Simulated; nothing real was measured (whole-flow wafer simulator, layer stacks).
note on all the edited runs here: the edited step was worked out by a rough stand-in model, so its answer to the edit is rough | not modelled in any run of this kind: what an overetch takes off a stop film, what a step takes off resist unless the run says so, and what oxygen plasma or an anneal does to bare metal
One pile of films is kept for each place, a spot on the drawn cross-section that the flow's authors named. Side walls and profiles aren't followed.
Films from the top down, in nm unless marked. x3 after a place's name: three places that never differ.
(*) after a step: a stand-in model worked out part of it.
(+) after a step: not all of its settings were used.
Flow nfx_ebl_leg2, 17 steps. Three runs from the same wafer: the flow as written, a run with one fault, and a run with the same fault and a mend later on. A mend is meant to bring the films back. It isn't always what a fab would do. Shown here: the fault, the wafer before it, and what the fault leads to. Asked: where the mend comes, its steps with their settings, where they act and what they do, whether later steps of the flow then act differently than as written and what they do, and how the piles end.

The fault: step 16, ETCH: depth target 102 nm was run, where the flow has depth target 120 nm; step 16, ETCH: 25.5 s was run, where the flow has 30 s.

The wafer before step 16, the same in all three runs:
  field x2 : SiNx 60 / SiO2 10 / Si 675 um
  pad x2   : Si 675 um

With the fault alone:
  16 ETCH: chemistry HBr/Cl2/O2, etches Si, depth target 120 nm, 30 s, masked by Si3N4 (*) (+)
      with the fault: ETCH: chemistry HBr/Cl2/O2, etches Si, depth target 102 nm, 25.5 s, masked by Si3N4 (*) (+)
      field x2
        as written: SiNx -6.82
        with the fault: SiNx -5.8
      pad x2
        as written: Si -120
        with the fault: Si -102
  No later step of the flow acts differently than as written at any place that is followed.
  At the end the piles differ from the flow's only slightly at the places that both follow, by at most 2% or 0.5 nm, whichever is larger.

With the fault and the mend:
  The mend comes after step 17.
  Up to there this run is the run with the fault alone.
  17a ETCH: chemistry HBr/Cl2/O2, etches Si, depth target 18 nm, 4.5 s, masked by Si3N4 (*) (+) (the flow's step 16 once more, with other settings)
      field x2
        SiNx -1.02
      pad x2
        Si -18
  No later step of the flow acts differently than as written at any place that is followed.
  At the end the piles are the same as the flow's at every place that both follow.
